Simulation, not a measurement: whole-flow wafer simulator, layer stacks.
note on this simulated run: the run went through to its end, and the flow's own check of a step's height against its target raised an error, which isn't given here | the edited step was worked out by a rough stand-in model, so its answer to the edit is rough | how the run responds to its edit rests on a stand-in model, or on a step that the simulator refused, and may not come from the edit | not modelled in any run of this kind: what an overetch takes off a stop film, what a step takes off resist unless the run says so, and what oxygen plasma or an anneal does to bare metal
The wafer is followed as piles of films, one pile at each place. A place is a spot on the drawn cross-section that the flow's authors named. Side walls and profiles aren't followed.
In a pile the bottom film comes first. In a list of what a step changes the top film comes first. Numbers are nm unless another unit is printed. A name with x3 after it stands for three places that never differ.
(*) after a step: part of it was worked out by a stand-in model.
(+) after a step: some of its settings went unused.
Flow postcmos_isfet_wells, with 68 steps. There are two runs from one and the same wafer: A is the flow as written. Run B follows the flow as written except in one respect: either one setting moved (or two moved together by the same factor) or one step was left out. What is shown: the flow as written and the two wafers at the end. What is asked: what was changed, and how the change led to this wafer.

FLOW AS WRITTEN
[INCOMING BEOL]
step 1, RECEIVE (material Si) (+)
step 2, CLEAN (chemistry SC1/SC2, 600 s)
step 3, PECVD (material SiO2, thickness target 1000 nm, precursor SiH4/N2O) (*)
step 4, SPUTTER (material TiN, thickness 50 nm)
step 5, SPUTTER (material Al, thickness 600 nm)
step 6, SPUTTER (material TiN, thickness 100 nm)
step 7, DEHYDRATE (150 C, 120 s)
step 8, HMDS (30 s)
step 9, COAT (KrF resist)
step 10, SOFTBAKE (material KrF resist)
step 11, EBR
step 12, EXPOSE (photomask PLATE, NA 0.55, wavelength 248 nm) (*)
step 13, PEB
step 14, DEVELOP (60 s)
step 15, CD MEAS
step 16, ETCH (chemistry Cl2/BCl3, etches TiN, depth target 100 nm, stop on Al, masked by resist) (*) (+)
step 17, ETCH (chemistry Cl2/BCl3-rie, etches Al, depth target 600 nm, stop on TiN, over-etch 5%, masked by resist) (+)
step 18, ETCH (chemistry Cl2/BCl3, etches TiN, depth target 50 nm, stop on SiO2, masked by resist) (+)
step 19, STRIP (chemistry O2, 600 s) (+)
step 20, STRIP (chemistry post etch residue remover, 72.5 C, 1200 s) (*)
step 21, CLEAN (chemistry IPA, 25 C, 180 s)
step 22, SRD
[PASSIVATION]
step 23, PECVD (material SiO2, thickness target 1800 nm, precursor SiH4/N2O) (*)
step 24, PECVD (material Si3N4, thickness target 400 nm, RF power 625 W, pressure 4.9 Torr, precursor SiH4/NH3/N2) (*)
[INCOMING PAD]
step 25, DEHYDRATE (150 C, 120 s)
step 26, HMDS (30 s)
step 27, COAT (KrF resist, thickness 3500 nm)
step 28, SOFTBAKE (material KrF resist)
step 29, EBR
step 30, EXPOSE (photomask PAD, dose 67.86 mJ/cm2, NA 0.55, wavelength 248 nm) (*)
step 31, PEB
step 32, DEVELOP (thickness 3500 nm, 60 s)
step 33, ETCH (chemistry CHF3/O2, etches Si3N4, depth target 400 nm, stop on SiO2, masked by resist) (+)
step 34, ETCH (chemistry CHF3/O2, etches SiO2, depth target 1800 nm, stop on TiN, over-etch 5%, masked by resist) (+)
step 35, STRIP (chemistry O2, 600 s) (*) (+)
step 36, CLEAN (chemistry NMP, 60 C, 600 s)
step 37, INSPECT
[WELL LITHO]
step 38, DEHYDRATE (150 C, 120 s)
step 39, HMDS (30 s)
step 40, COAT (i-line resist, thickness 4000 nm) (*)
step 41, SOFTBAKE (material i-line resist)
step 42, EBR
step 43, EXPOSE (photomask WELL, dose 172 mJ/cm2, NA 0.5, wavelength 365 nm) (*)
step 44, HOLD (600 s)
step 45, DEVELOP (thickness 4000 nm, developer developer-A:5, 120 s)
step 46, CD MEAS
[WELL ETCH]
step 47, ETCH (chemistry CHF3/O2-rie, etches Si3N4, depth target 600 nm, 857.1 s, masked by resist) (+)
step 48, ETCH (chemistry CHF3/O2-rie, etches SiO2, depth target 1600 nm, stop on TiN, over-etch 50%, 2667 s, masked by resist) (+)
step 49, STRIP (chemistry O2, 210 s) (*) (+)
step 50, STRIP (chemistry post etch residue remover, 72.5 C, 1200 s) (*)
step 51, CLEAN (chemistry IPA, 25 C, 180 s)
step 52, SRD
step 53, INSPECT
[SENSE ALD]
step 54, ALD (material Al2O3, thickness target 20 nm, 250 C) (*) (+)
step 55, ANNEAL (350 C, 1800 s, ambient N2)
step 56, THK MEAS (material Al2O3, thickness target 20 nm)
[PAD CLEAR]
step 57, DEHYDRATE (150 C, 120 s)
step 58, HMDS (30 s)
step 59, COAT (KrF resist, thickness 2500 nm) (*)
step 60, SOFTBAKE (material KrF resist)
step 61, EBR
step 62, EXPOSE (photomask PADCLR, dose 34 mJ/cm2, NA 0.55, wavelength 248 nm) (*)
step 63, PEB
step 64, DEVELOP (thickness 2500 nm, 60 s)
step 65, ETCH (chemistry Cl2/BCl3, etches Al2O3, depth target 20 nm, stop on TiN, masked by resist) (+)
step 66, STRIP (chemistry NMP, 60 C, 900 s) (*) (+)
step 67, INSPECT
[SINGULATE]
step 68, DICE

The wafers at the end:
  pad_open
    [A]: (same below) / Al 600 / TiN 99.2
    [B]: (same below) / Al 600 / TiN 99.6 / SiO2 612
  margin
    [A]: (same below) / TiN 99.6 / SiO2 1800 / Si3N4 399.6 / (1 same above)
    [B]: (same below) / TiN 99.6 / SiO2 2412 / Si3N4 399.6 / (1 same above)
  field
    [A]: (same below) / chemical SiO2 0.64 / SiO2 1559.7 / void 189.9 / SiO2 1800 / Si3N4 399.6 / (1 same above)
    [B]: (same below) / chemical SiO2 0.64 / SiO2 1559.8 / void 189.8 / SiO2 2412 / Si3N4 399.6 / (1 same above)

The reason: step 23, PECVD: thickness target 2412 nm was run, though the flow has thickness target 1800 nm.
The wafer lets one read it off: margin has SiO2 2412, and step 23 as written asks for 1800 nm.

Step by step, how the change led to this:
  step 23, PECVD (material SiO2, thickness target 1800 nm, precursor SiH4/N2O) (*)
      margin, well900, well1300 x3, pad_rim, pad_clr, pad_open: A SiO2 gains 1800 (new film) | B SiO2 gains 2412 (new film)
      field: A SiO2 gains 1800 (new film), void gains 189.9 (new film), SiO2 gains 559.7 | B SiO2 gains 2412 (new film), void gains 189.8 (new film), SiO2 gains 559.8
  step 34, ETCH (chemistry CHF3/O2, etches SiO2, depth target 1800 nm, stop on TiN, over-etch 5%, masked by resist) (+)
      pad_open: A SiO2 loses 1800 (all of it) | B SiO2 loses 1800
  step 48, ETCH (chemistry CHF3/O2-rie, etches SiO2, depth target 1600 nm, stop on TiN, over-etch 50%, 2667 s, masked by resist) (+)
      well900, well1300 x3: A SiO2 loses 1600 (all of it) | B SiO2 loses 2212 (all of it)
  step 59, COAT (KrF resist, thickness 2500 nm) (*)
      field: A KrF resist gains 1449 (new film) | B KrF resist gains 1156.6 (new film)
      margin: A KrF resist gains 1448.9 (new film) | B KrF resist gains 1156.5 (new film)
  step 63, PEB
      field, margin: A KrF resist loses 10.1 | B KrF resist loses 8.01
  step 66, STRIP (chemistry NMP, 60 C, 900 s) (*) (+)
      field, margin: A KrF resist loses 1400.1 (all of it) | B KrF resist loses 1109.8 (all of it)
